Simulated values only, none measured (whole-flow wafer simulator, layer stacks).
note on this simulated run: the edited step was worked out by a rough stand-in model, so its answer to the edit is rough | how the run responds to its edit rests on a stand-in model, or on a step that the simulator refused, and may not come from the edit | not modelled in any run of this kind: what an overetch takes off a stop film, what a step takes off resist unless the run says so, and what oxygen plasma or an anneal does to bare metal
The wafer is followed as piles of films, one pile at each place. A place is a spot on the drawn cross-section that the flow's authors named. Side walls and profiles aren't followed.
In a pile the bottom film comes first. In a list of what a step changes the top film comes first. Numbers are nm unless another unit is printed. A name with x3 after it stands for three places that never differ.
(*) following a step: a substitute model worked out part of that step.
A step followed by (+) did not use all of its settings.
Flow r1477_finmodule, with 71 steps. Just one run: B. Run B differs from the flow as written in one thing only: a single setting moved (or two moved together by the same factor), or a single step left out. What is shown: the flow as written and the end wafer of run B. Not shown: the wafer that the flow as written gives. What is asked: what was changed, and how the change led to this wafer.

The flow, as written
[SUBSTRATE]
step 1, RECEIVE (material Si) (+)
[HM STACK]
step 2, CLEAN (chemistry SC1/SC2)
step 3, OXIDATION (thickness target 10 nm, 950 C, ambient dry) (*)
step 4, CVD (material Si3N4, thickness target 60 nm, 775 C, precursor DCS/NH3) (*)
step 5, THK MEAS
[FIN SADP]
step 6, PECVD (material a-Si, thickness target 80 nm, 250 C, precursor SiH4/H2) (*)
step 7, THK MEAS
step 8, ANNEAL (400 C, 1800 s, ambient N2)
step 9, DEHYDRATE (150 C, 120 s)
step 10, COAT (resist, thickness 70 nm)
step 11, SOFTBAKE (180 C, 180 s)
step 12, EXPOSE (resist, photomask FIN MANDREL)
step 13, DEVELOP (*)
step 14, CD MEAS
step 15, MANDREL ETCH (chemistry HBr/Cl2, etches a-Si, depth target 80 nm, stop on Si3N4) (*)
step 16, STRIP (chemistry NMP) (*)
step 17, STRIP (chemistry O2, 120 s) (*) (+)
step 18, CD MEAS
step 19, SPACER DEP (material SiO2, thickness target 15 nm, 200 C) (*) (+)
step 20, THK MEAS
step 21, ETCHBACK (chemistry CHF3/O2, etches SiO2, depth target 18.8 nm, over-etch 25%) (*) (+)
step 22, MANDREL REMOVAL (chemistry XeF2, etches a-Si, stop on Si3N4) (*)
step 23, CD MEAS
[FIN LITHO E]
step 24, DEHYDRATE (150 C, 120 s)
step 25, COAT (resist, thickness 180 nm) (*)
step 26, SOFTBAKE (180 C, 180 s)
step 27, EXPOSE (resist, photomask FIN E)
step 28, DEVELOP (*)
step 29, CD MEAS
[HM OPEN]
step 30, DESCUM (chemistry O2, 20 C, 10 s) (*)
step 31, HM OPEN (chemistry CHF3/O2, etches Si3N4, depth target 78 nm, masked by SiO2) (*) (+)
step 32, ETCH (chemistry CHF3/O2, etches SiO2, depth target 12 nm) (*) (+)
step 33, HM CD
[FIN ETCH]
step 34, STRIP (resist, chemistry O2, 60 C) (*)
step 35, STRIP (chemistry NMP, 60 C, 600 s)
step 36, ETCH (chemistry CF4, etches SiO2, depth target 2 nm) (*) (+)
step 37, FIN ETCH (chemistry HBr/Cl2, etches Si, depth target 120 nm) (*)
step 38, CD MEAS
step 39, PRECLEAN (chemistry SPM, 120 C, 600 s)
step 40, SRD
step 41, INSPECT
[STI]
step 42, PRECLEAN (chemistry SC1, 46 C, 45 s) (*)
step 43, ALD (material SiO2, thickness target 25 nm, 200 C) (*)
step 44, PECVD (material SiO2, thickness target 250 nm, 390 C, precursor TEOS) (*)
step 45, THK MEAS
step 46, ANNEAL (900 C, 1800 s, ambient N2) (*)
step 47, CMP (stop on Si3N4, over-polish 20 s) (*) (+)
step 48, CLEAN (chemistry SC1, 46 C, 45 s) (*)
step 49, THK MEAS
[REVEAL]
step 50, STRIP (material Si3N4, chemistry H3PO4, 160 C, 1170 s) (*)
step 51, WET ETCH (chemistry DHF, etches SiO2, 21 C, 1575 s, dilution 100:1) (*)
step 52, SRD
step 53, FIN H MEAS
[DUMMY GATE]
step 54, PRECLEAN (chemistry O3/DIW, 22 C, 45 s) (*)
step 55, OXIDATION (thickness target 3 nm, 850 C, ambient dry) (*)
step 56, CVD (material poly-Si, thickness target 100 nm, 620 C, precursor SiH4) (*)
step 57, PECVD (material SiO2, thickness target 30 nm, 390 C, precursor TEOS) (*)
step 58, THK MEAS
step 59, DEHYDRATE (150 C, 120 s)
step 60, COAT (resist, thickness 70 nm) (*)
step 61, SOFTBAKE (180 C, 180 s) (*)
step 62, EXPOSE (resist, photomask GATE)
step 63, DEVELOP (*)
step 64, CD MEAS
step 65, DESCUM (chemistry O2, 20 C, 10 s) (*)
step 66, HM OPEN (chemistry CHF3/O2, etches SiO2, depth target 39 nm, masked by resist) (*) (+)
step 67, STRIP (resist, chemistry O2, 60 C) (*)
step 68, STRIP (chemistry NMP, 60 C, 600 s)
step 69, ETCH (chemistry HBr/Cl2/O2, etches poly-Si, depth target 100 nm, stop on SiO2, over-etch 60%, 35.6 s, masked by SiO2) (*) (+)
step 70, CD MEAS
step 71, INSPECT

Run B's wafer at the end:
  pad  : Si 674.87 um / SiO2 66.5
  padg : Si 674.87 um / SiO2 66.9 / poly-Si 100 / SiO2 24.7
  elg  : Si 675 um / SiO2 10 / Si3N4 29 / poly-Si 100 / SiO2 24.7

Cause: step 51, WET ETCH: 2244 s was run, while the flow as written has 1575 s.

How this came from the change, step by step:
  step 51, WET ETCH (chemistry DHF, etches SiO2, 21 C, 1575 s, dilution 100:1) (*)
      pad, padg, e40sg and 12 more: SiO2 loses 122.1 (in the flow as written it would be: SiO2 loses 85.7)
      elg, e40lg, e100lg, e200lg, elo, e40lo, e100lo, e200lo: SiO2 loses 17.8 (all of it), Si3N4 loses 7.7 (in the flow as written it would be: SiO2 loses 17.8 (all of it), Si3N4 loses 4.97)
      (as well as at 7 more places)
  step 56, CVD (material poly-Si, thickness target 100 nm, 620 C, precursor SiH4) (*)
      s40cg, s40co: poly-Si gains 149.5 (new film) (in the flow as written it would be: poly-Si gains 113.9 (new film))
      s45cg, s45co: poly-Si gains 149.5 (new film) (in the flow as written it would be: poly-Si gains 113.4 (new film))
      (as well as at 3 more places)
  step 60, COAT (resist, thickness 70 nm) (*)
      e40lg, e100lg, e200lg, elo, e40lo, e100lo, e200lo: resist gains 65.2 (new film) (in the flow as written it would be: resist gains 66.9 (new film))
      e40sg, eso, e40so: resist gains 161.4 (new film) (in the flow as written it would be: resist gains 129.5 (new film))
      (as well as at 16 more places)
  step 63, DEVELOP (*)
      elo, e40lo, e100lo, e200lo: resist loses 65.2 (all of it) (in the flow as written it would be: resist loses 66.9 (all of it))
      eso, e40so: resist loses 161.4 (all of it) (in the flow as written it would be: resist loses 129.5 (all of it))
      (as well as at 8 more places)
  step 67, STRIP (resist, chemistry O2, 60 C) (*)
      e40lg, e100lg, e200lg: resist loses 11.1 (all of it) (in the flow as written it would be: resist loses 12.8 (all of it))
      e40sg: resist loses 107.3 (all of it) (in the flow as written it would be: resist loses 75.4 (all of it))
      (as well as at 10 more places)
  step 69, ETCH (chemistry HBr/Cl2/O2, etches poly-Si, depth target 100 nm, stop on SiO2, over-etch 60%, 35.6 s, masked by SiO2) (*) (+)
      s40co: chemical SiO2 loses 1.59 (all of it), poly-Si loses 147 (all of it), SiO2 loses 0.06 (in the flow as written it would be: chemical SiO2 loses 1.46 (all of it), poly-Si loses 111.5 (all of it), SiO2 loses 0.24)
      s45co: chemical SiO2 loses 1.59 (all of it), poly-Si loses 147 (all of it), SiO2 loses 0.06 (in the flow as written it would be: chemical SiO2 loses 1.46 (all of it), poly-Si loses 110.9 (all of it), SiO2 loses 0.25)
      (as well as at 1 more place)
